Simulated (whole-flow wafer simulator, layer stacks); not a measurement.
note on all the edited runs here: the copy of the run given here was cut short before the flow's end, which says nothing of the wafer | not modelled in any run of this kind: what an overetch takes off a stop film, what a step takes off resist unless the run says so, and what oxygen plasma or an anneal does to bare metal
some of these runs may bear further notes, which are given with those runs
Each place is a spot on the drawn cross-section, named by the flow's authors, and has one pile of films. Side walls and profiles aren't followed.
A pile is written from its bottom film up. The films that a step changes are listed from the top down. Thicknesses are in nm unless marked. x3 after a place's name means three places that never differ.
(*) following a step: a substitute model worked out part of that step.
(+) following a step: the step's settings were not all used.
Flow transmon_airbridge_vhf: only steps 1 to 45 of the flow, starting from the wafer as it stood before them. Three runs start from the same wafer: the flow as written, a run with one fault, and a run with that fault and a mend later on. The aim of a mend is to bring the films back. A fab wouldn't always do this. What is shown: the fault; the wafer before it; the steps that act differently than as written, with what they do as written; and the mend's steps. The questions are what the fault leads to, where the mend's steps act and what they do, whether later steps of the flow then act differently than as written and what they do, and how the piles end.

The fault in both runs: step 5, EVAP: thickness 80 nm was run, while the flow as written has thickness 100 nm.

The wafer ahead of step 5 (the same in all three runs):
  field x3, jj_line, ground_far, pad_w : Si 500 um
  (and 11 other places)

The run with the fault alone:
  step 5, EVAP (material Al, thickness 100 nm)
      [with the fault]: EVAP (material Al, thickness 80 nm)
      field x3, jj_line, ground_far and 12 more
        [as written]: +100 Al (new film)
        [with the fault]: +80 Al (new film)
  Steps further on in the flow that do not act as written (19 more steps, not shown, differ only slightly: by at most 2% or 0.5 nm, whichever is larger):
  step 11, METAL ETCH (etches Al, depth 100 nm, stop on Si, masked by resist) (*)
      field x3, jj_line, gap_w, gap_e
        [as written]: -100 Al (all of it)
        [with the fault]: -80 Al (all of it)
  The piles end different from the flow's at ground_far, pad_w, flank_w and 8 more by more than 2% or 0.5 nm, whichever is larger.
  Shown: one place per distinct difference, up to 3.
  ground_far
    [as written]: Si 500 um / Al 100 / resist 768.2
    [with the fault]: Si 500 um / Al 80 / resist 768.2
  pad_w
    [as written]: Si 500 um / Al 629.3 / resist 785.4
    [with the fault]: Si 500 um / Al 609.3 / resist 785.8
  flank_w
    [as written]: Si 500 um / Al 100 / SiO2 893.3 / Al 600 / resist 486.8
    [with the fault]: Si 500 um / Al 80 / SiO2 893.2 / Al 600 / resist 489.7

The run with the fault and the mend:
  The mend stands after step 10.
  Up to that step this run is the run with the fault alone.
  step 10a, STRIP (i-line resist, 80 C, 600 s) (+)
      ground_far, pad_w, flank_w and 8 more
        -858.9 i-line resist (all of it)
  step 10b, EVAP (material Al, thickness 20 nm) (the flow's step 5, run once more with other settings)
      field x3, jj_line, ground_far and 12 more
        +20 Al
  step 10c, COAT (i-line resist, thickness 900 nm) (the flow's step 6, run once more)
      field x3, jj_line, ground_far and 12 more
        +900 i-line resist (new film)
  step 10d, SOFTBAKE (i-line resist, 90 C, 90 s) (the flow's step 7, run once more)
      does not change any film at any place that is followed
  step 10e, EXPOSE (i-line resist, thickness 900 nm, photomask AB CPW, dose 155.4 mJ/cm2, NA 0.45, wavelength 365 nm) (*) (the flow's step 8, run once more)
      does not change any film at any place that is followed
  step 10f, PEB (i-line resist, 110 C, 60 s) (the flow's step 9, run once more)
      field x3, jj_line, ground_far and 12 more
        -41 i-line resist
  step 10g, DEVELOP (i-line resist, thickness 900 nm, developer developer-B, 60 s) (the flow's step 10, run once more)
      ground_far, pad_w, flank_w and 8 more
        -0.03 i-line resist
      field x3, jj_line, gap_w, gap_e
        -859 i-line resist (all of it)
  Every later step of the flow that is run acts as written at every place that is followed.
  By the end, the piles equal the flow's at every place that both follow.
